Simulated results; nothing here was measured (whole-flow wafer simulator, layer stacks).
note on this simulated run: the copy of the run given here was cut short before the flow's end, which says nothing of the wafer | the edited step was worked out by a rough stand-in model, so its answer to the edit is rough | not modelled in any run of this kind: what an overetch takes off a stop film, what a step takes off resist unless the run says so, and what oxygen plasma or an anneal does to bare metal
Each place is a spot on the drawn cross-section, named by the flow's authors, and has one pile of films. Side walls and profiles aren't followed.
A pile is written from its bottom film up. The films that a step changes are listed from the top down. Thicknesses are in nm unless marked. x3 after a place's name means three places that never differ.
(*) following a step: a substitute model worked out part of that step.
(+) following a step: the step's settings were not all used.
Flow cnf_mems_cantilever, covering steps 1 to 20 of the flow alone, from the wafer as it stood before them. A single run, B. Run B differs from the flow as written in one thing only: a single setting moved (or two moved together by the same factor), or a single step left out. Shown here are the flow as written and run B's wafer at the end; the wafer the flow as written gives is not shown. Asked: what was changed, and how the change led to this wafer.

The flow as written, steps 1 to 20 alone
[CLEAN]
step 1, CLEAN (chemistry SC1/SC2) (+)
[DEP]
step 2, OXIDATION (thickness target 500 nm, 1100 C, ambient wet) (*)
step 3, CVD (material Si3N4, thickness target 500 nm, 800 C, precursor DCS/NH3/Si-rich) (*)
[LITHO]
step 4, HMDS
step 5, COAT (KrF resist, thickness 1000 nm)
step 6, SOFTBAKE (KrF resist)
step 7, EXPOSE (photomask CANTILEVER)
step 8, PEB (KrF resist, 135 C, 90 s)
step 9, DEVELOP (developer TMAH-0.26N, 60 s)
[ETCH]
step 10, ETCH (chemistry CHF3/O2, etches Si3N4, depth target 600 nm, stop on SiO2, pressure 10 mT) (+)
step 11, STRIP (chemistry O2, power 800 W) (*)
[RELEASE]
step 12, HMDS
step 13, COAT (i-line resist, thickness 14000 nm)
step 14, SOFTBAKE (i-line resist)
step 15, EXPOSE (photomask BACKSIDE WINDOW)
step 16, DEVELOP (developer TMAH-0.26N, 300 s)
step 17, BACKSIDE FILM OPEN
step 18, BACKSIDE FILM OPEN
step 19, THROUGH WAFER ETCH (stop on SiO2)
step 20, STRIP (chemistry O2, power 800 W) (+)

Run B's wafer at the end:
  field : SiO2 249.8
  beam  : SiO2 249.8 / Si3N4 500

Cause: step 2, OXIDATION: 990 C was run, though the flow has 1100 C.

Step by step, how the change led to this:
  step 2, OXIDATION (thickness target 500 nm, 1100 C, ambient wet) (*)
      field, beam: +249.8 SiO2 (new film), -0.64 chemical SiO2 (all of it), -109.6 Si (in the flow as written it would be: +500 SiO2 (new film), -0.64 chemical SiO2 (all of it), -219.7 Si)
  step 19, THROUGH WAFER ETCH (stop on SiO2)
      field: under 1 film: -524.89 um Si (all of it) (in the flow as written it would be: under 1 film: -524.78 um Si (all of it))
      beam: under 2 films: -524.89 um Si (all of it) (in the flow as written it would be: under 2 films: -524.78 um Si (all of it))
